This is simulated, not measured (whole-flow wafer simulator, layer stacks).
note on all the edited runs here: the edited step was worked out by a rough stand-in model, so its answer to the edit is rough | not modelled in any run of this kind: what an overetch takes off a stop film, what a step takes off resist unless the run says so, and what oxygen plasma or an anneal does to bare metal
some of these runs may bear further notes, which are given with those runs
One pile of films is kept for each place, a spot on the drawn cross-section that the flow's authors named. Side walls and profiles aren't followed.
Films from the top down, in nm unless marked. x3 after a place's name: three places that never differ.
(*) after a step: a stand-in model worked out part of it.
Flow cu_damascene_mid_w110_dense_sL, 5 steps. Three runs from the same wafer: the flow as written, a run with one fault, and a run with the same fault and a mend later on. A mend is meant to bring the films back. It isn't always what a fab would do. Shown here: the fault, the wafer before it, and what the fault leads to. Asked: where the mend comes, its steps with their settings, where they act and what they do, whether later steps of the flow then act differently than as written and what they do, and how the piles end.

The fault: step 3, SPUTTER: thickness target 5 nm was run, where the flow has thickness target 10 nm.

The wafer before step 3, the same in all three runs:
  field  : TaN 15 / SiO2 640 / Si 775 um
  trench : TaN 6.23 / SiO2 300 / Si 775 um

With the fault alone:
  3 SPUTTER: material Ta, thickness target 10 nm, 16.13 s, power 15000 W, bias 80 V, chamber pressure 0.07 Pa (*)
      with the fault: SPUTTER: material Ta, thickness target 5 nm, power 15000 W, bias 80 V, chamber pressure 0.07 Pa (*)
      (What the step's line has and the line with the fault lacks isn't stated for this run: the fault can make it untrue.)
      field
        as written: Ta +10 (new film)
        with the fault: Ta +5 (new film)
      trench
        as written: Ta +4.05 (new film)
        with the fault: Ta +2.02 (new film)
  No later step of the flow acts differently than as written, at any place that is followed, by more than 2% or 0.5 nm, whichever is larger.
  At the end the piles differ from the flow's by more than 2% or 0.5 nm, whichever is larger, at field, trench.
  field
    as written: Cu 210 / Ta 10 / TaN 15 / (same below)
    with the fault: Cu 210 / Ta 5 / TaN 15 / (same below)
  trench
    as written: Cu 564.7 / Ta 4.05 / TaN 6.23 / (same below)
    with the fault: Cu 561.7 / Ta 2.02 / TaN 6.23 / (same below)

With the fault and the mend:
  The mend comes after step 3.
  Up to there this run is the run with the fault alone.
  3a SPUTTER: material Ta, thickness target 5 nm, power 15000 W, bias 80 V, chamber pressure 0.07 Pa (*) (the flow's step 3 once more, with other settings)
      field
        Ta +5
      trench
        Ta +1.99
  No later step of the flow acts differently than as written at any place that is followed.
  At the end the piles differ from the flow's only slightly at the places that both follow, by at most 2% or 0.5 nm, whichever is larger.
